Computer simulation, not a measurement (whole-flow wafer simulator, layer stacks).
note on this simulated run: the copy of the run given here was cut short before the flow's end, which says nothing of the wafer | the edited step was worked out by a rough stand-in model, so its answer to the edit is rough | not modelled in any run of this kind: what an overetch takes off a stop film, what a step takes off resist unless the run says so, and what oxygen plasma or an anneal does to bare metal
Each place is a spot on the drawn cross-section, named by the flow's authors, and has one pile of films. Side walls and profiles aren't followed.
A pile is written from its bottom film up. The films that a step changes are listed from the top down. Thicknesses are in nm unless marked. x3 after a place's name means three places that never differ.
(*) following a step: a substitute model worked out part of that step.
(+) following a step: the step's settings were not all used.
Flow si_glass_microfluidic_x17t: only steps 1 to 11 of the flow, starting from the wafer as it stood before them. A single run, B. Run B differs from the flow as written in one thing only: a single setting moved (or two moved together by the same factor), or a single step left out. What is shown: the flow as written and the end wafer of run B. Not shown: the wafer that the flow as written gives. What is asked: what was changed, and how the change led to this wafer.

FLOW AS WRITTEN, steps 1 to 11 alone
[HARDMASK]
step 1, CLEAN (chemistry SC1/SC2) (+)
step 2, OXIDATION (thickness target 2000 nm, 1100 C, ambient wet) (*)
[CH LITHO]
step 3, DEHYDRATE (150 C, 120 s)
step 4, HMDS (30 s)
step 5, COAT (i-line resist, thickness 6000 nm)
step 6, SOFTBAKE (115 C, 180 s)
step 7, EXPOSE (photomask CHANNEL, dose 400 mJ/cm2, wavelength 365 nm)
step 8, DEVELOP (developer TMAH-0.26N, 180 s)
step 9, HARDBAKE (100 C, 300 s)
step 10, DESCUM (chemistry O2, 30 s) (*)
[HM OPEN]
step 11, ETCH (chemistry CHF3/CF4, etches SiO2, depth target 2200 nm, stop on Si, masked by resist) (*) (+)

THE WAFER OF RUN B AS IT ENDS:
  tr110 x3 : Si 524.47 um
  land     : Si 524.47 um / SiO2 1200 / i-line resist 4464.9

Cause: step 2, OXIDATION: thickness target 1200 nm was run, whereas the flow has thickness target 2000 nm.
The wafer itself shows it: land has SiO2 1200, and step 2 as written asks for 2000 nm.

Step by step, how the change led to this:
  step 2, OXIDATION (thickness target 2000 nm, 1100 C, ambient wet) (*)
      land, tr110 x3: SiO2 gains 1200 (new film), chemical SiO2 loses 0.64 (all of it), Si loses 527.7 (as written it would have been: SiO2 gains 2000 (new film), chemical SiO2 loses 0.64 (all of it), Si loses 879.7)
  step 11, ETCH (chemistry CHF3/CF4, etches SiO2, depth target 2200 nm, stop on Si, masked by resist) (*) (+)
      tr110 x3: SiO2 loses 1200 (all of it) (as written it would have been: SiO2 loses 2000 (all of it))
      land: i-line resist loses 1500 (as written it would have been: i-line resist loses 1833.3)
